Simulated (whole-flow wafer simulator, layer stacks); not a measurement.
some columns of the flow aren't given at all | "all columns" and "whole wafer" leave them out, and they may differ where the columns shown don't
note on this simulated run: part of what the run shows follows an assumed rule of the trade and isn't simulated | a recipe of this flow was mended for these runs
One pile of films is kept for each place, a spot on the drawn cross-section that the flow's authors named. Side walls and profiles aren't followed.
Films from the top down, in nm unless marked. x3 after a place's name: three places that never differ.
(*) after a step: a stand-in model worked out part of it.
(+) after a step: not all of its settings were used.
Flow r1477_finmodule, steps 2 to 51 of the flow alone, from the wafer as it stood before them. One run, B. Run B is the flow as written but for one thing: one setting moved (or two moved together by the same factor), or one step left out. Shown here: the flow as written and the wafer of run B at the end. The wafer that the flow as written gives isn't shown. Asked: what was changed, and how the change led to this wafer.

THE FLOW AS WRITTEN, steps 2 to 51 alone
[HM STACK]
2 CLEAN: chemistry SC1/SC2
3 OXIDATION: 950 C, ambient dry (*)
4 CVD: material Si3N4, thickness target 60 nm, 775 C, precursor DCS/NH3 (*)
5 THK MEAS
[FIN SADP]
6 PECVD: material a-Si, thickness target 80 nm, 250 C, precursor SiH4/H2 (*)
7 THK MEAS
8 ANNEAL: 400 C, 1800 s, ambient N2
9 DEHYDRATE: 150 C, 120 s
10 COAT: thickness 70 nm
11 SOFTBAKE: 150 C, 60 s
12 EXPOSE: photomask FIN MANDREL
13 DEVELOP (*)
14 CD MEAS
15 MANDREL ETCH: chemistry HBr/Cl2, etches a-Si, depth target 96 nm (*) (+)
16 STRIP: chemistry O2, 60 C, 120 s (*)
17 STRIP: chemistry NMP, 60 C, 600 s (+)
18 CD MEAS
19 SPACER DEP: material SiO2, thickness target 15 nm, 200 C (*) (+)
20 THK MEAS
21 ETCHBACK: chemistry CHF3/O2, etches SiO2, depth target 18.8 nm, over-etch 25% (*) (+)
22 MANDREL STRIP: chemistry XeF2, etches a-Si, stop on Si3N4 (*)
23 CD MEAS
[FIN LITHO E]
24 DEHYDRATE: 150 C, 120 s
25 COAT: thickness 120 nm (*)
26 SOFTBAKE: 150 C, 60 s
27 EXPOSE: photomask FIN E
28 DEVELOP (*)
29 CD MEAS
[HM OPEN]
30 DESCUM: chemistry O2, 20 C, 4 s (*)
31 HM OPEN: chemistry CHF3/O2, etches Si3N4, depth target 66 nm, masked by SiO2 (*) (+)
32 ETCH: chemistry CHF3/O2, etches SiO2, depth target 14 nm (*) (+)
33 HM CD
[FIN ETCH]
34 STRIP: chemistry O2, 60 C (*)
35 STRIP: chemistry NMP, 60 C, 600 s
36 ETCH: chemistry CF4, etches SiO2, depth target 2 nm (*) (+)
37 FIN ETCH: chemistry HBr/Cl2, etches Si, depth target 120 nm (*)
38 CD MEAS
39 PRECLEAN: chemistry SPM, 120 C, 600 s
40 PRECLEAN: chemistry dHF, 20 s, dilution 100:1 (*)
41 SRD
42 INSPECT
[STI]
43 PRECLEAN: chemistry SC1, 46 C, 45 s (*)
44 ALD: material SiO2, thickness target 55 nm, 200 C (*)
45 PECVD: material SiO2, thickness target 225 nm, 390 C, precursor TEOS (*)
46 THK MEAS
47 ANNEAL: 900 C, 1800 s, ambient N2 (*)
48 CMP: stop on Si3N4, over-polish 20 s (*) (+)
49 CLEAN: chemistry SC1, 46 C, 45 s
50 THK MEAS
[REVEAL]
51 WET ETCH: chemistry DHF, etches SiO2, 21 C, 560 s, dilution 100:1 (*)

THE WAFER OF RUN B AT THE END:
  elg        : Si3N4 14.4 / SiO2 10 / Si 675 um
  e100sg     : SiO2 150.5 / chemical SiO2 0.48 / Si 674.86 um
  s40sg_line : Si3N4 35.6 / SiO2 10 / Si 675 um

The cause: step 4, CVD: 752 C was run, where the flow has 775 C.

How the change led to this, step by step:
  4 CVD: material Si3N4, thickness target 60 nm, 775 C, precursor DCS/NH3 (*)
      pad, padg, elg and 33 more: Si3N4 +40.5 (new film) (as written it would be: Si3N4 +60 (new film))
  31 HM OPEN: chemistry CHF3/O2, etches Si3N4, depth target 66 nm, masked by SiO2 (*) (+)
      pad, padg, esg and 13 more: Si3N4 -34.6 (all of it), SiO2 -10 (all of it), Si -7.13 (as written it would be: Si3N4 -54.1 (all of it), SiO2 -5.95)
      s40cg, s45cg, s50cg, s40co, s45co, s50co: Si3N4 -40.5 (all of it), SiO2 -10 (all of it), Si -5.16 (as written it would be: Si3N4 -60 (all of it), SiO2 -3)
  32 ETCH: chemistry CHF3/O2, etches SiO2, depth target 14 nm (*) (+)
      pad, padg: Si -2.8 (as written it would be: SiO2 -4.05 (all of it), Si -1.99)
      esg, eso: Si -2.35 (as written it would be: SiO2 -4.05 (all of it), Si -1.99)
      (and at 18 more places)
  44 ALD: material SiO2, thickness target 55 nm, 200 C (*)
      s40sg, s45sg, s50sg, s40so, s45so, s50so: SiO2 +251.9 (new film) (as written it would be: SiO2 +263.8 (new film))
      s45cg, s50cg, s45co, s50co: SiO2 +250 (new film) (as written it would be: SiO2 +263.2 (new film))
      (and at 10 more places)
  48 CMP: stop on Si3N4, over-polish 20 s (*) (+)
      pad, padg: SiO2 -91 (as written it would be: SiO2 -79.4)
